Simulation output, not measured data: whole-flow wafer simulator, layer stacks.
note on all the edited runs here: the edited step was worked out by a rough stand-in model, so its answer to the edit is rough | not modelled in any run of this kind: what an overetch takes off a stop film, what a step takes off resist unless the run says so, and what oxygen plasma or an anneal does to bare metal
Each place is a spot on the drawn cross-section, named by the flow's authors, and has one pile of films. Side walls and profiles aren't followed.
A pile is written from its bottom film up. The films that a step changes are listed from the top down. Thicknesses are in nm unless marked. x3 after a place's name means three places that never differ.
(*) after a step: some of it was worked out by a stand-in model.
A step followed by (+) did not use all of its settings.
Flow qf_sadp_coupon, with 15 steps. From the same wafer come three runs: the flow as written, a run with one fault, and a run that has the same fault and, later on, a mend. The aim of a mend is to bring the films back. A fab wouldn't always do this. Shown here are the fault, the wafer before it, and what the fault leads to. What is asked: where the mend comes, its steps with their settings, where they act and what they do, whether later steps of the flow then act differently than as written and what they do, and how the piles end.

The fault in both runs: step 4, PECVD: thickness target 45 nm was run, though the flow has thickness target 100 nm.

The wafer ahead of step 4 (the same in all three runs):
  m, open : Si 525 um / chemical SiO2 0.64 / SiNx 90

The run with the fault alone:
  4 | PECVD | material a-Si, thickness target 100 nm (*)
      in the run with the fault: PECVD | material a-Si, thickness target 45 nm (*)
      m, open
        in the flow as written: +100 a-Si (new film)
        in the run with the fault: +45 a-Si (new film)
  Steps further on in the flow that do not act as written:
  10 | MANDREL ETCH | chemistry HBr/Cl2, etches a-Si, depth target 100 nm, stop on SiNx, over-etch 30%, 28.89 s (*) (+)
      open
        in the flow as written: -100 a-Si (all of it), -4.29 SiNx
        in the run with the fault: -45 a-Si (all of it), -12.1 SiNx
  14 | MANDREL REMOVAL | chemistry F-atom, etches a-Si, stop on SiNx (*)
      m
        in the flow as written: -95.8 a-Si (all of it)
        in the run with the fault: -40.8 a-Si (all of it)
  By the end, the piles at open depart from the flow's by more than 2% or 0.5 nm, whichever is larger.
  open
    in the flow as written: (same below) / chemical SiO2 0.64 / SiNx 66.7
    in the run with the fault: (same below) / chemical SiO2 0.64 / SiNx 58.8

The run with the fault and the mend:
  The mend follows step 4.
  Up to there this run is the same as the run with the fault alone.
  4a | PECVD | material a-Si, thickness target 55 nm (*) (a further turn of the flow's step 4, with different settings)
      m, open
        +55 a-Si
  Every later step of the flow that is run acts as written at every place that is followed.
  The piles end the same as the flow's at every place that both follow.
